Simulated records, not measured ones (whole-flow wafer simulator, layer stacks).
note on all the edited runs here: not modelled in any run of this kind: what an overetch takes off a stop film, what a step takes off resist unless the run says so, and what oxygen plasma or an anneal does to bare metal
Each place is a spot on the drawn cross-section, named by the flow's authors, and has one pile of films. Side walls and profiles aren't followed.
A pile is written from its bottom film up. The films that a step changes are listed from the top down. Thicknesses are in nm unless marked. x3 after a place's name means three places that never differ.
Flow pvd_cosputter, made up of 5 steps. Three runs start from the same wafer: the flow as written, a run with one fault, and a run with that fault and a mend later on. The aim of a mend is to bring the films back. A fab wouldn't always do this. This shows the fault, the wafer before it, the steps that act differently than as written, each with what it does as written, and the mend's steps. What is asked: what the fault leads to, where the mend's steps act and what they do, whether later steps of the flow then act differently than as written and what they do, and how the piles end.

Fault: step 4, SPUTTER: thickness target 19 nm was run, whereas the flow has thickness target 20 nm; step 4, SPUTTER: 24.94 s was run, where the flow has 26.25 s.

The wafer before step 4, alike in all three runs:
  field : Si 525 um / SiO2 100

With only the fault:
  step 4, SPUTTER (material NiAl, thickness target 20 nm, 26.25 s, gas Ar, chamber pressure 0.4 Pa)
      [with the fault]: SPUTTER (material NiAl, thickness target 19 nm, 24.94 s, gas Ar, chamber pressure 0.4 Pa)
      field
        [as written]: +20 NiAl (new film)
        [with the fault]: +19 NiAl (new film)
  None of the later steps of the flow acts differently than as written at any place that is followed.
  The piles end different from the flow's at field by more than 2% or 0.5 nm, whichever is larger.
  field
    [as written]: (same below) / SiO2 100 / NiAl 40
    [with the fault]: (same below) / SiO2 100 / NiAl 39

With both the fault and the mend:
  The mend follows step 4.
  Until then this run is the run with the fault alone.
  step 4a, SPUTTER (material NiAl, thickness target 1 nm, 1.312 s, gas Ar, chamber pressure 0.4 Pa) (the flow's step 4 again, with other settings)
      field
        +1 NiAl
  None of the later steps of the flow acts differently than as written at any place that is followed.
  The piles end the same as the flow's at every place that both follow.
